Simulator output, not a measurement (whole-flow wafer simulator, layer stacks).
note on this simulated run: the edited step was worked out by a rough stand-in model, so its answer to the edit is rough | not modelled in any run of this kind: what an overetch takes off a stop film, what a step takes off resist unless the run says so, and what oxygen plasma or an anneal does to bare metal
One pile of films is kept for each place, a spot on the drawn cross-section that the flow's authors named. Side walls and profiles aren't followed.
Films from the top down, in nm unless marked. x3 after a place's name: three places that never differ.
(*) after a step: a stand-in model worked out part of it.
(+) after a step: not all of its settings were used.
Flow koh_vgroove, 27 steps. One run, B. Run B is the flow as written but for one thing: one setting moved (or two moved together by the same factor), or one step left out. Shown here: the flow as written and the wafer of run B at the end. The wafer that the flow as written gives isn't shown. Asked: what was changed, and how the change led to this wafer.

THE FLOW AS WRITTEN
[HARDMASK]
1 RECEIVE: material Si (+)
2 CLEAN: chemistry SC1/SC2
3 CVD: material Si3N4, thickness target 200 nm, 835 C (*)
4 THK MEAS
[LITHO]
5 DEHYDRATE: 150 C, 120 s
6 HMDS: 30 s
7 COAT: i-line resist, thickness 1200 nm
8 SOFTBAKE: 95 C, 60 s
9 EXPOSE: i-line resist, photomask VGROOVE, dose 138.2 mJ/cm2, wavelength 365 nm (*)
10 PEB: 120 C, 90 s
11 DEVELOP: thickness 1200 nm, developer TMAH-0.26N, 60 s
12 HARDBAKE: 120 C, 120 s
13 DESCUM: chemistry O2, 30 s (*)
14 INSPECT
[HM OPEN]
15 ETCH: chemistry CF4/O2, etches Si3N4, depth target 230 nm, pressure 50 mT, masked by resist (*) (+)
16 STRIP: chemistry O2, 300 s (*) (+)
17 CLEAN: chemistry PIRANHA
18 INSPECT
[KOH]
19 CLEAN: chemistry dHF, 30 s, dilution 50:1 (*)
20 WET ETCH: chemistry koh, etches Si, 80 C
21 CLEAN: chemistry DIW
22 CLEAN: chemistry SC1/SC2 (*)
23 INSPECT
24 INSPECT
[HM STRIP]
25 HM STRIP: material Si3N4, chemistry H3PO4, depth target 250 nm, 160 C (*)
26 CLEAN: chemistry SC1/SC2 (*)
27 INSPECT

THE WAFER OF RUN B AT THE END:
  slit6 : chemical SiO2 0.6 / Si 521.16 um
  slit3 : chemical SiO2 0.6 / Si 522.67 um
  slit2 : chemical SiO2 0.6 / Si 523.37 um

The cause: step 15, ETCH: depth target 310 nm was run, where the flow has depth target 230 nm.

How the change led to this, step by step:
  15 ETCH: chemistry CF4/O2, etches Si3N4, depth target 230 nm, pressure 50 mT, masked by resist (*) (+)
      slit3, slit2, slit6, slit20: Si3N4 -200 (all of it), chemical SiO2 -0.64 (all of it), Si -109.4 (as written it would be: Si3N4 -200 (all of it), chemical SiO2 -0.64 (all of it), Si -29.4)
      field: i-line resist -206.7 (as written it would be: i-line resist -153.3)
  16 STRIP: chemistry O2, 300 s (*) (+)
      field: i-line resist -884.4 (all of it) (as written it would be: i-line resist -937.7 (all of it))
